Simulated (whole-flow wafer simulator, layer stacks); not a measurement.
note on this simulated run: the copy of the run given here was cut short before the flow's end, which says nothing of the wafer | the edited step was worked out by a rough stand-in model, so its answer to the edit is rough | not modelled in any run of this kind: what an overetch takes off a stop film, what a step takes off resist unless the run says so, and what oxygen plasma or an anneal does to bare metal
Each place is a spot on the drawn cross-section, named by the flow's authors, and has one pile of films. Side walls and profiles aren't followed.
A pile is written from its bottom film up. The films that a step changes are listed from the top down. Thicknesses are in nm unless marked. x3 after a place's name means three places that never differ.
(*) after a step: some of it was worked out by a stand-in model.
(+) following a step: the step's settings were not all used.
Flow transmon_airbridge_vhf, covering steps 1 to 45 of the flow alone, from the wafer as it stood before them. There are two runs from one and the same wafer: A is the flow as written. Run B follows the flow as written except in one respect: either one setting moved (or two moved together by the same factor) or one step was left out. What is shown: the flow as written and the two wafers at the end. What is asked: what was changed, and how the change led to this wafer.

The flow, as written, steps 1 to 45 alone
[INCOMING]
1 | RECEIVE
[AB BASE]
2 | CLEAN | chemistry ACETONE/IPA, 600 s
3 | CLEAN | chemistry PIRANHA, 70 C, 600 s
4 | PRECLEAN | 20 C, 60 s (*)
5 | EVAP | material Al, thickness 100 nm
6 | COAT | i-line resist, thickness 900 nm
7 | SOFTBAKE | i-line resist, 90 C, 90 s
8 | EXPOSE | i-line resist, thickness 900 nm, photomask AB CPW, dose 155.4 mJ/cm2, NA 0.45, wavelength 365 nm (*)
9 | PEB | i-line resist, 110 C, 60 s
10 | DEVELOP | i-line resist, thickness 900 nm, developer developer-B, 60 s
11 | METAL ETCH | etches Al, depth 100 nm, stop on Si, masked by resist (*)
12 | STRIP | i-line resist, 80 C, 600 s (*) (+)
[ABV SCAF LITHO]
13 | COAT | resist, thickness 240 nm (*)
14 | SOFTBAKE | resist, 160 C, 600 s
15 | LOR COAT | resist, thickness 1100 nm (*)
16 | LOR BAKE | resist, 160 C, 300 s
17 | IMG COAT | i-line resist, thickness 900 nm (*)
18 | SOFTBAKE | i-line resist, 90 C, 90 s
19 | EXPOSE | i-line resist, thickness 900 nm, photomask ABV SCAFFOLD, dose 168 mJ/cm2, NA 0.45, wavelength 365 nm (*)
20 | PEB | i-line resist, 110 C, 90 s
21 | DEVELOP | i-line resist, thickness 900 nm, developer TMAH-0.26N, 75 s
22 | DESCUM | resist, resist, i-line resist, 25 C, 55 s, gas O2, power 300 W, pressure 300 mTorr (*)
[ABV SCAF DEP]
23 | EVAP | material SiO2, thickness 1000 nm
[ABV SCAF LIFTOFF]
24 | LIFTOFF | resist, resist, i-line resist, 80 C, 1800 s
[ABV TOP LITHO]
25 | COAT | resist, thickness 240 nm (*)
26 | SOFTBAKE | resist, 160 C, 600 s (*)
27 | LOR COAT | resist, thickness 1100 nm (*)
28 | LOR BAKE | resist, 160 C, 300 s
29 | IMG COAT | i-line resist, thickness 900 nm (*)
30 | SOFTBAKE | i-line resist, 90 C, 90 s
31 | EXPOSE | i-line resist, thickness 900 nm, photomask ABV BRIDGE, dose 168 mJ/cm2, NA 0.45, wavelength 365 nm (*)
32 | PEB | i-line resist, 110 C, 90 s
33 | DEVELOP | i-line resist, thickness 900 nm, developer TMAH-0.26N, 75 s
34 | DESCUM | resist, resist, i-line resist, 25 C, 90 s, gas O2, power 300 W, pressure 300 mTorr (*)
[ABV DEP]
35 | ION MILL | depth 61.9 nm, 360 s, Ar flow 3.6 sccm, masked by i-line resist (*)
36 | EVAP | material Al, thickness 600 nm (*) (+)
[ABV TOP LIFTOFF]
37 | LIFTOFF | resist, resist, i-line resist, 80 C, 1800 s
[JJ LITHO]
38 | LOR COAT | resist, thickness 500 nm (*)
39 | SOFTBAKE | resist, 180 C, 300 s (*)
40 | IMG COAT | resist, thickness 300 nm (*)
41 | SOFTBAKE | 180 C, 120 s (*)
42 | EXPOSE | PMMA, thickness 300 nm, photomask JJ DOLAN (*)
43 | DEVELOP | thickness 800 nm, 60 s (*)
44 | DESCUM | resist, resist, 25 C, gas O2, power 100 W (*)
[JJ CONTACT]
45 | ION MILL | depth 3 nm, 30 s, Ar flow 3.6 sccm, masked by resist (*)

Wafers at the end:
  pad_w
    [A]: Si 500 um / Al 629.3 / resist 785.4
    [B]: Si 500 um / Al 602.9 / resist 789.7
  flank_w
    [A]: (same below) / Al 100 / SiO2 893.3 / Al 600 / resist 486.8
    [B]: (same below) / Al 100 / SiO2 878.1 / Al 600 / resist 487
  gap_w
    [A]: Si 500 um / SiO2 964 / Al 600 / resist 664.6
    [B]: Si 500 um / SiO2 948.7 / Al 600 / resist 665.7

What caused this: step 35, ION MILL: 513 s was run, while the flow as written has 360 s.

How this came from the change, step by step:
  35 | ION MILL | depth 61.9 nm, 360 s, Ar flow 3.6 sccm, masked by i-line resist (*)
      field x3, jj_line, ground_far, trace_open_s x2, margin_s, margin_n: A -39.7 i-line resist | B -56.6 i-line resist
      flank_w, gap_w, cpw_trace, gap_e, flank_e, bridge_strip: A -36 SiO2 | B -51.3 SiO2
      (as well as at 2 more places)
  37 | LIFTOFF | resist, resist, i-line resist, 80 C, 1800 s
      field x3, jj_line, trace_open_s x2: A -600 Al (all of it), -600 i-line resist (all of it), -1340 resist (all of it) | B -600 Al (all of it), -583.1 i-line resist (all of it), -1340 resist (all of it)
      margin_s, margin_n: A -600 Al (all of it), -318.3 i-line resist (all of it), -992 resist (all of it) | B -600 Al (all of it), -301.4 i-line resist (all of it), -992 resist (all of it)
      (as well as at 1 more place)
